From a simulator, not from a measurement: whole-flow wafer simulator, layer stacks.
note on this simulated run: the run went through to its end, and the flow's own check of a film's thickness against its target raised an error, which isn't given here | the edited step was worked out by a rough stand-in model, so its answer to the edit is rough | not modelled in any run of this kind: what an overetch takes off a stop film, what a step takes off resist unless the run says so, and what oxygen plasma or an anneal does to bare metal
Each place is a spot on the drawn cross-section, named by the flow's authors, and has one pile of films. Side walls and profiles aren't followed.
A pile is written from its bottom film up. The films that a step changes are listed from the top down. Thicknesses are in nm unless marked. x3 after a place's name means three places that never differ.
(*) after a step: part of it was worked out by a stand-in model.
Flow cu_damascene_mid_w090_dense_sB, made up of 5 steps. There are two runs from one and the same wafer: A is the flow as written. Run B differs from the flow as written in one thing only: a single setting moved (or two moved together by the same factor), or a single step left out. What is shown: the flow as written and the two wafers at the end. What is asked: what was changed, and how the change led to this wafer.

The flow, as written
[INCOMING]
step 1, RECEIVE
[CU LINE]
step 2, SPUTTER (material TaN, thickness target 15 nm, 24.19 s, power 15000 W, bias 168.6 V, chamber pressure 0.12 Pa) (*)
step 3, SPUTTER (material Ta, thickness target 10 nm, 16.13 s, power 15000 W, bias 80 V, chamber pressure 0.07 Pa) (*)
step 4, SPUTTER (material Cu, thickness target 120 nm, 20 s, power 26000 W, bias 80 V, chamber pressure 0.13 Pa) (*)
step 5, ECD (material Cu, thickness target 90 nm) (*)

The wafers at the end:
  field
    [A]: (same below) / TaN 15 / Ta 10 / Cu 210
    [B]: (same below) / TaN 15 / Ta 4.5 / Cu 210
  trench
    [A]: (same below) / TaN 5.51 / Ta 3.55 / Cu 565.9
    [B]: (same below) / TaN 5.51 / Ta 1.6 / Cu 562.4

Cause: step 3, SPUTTER: thickness target 4.5 nm was run, whereas the flow has thickness target 10 nm; step 3, SPUTTER: 7.26 s was run, where the flow has 16.13 s.
One can read it off the wafer: field has Ta 4.5, and step 3 as written asks for 10 nm.

How this came from the change, step by step:
  step 3, SPUTTER (material Ta, thickness target 10 nm, 16.13 s, power 15000 W, bias 80 V, chamber pressure 0.07 Pa) (*)
      field: A +10 Ta (new film) | B +4.5 Ta (new film)
      trench: A +3.55 Ta (new film) | B +1.6 Ta (new film)
